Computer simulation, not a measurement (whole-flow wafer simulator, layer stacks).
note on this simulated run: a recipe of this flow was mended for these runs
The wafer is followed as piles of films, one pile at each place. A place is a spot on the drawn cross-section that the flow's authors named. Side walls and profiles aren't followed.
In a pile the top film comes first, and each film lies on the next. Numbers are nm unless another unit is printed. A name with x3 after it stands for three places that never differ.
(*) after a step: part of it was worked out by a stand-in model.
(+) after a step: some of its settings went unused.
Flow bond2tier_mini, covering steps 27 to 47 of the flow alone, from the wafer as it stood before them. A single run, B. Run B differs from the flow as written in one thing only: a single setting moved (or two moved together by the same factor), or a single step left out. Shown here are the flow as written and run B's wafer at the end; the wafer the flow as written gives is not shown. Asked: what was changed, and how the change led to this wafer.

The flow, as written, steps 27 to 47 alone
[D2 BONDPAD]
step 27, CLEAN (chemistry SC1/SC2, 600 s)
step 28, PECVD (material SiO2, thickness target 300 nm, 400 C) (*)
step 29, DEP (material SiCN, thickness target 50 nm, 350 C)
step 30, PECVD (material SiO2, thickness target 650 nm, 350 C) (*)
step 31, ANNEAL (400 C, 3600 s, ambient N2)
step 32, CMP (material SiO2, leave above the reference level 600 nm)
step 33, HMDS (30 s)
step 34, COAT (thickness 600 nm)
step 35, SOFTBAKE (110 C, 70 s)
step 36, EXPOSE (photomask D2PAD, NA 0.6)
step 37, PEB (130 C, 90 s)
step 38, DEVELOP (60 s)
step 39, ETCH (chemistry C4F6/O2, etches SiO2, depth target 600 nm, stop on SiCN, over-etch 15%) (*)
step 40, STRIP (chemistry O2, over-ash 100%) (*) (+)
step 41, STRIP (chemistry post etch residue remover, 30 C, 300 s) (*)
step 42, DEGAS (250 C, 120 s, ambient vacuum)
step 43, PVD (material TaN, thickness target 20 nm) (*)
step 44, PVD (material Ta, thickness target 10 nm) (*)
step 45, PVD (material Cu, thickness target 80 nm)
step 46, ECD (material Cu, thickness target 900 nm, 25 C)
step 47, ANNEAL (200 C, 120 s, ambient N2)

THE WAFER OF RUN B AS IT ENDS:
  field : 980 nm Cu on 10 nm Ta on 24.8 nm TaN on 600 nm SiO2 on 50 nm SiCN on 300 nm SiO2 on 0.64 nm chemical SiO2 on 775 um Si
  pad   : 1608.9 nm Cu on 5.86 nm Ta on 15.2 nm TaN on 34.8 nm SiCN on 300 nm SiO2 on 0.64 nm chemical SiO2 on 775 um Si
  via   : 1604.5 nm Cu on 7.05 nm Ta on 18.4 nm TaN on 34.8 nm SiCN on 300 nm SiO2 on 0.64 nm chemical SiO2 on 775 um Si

Cause: step 43, PVD: thickness target 24.8 nm was run, whereas the flow has thickness target 20 nm.
The wafer itself shows it: field has TaN 24.8, and step 43 as written asks for 20 nm.

Step by step, how the change led to this:
  step 43, PVD (material TaN, thickness target 20 nm) (*)
      field: +24.8 TaN (new film) (it would be, as written: +20 TaN (new film))
      pad: +15.2 TaN (new film) (it would be, as written: +12.3 TaN (new film))
      (as well as at 1 more place)
